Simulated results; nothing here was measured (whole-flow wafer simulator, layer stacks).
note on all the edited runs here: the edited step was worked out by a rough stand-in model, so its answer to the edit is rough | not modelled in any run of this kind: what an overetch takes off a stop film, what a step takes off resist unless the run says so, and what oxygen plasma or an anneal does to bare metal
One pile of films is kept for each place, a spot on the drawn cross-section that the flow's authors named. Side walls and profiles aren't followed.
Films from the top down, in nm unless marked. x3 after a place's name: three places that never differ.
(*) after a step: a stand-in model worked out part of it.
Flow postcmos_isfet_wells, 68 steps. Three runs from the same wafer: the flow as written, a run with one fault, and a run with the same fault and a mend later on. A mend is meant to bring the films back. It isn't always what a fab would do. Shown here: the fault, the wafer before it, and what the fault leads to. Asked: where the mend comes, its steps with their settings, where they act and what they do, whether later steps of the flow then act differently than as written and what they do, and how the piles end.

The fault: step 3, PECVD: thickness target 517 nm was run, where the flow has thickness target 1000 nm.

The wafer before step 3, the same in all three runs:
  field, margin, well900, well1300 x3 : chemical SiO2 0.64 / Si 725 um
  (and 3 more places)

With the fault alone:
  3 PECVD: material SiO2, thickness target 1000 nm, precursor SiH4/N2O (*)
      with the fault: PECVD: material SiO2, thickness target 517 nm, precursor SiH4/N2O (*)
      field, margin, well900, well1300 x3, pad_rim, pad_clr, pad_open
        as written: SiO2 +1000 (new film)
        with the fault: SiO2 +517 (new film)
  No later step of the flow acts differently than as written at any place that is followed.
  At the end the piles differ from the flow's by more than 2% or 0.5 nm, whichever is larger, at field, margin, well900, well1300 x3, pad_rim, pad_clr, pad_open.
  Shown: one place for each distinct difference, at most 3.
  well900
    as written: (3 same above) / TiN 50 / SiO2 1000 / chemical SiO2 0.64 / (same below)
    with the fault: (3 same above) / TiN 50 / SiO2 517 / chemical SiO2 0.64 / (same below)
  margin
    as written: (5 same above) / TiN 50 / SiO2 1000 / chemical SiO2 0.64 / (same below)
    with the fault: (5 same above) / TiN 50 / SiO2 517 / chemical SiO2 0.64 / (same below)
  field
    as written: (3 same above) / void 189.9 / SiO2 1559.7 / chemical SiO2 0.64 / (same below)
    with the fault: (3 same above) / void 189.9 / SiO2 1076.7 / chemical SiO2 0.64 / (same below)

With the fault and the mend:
  The mend comes after step 3.
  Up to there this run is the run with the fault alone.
  3a ETCH: chemistry boe, depth target 594.6 nm
      field, margin, well900, well1300 x3, pad_rim, pad_clr, pad_open
        SiO2 -517 (all of it), chemical SiO2 -0.64 (all of it)
  3b PECVD: material SiO2, thickness target 1000 nm, precursor SiH4/N2O (the flow's step 3 once more)
      field, margin, well900, well1300 x3, pad_rim, pad_clr, pad_open
        SiO2 +1000 (new film)
  No later step of the flow acts differently than as written at any place that is followed.
  At the end the piles differ from the flow's by more than 2% or 0.5 nm, whichever is larger, at field, margin, well900, well1300 x3, pad_rim, pad_clr, pad_open.
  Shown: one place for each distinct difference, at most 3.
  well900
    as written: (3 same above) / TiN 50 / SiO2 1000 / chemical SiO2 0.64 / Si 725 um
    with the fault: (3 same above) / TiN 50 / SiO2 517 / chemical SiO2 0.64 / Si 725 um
    with the mend: (3 same above) / TiN 50 / SiO2 1000 / Si 725 um
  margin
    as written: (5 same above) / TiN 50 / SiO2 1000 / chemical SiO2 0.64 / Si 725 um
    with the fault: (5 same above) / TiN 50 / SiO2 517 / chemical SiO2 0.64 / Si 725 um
    with the mend: (5 same above) / TiN 50 / SiO2 1000 / Si 725 um
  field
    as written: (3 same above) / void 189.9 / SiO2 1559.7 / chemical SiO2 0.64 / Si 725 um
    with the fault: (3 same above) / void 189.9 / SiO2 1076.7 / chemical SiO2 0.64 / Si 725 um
    with the mend: (3 same above) / void 189.9 / SiO2 1559.7 / Si 725 um
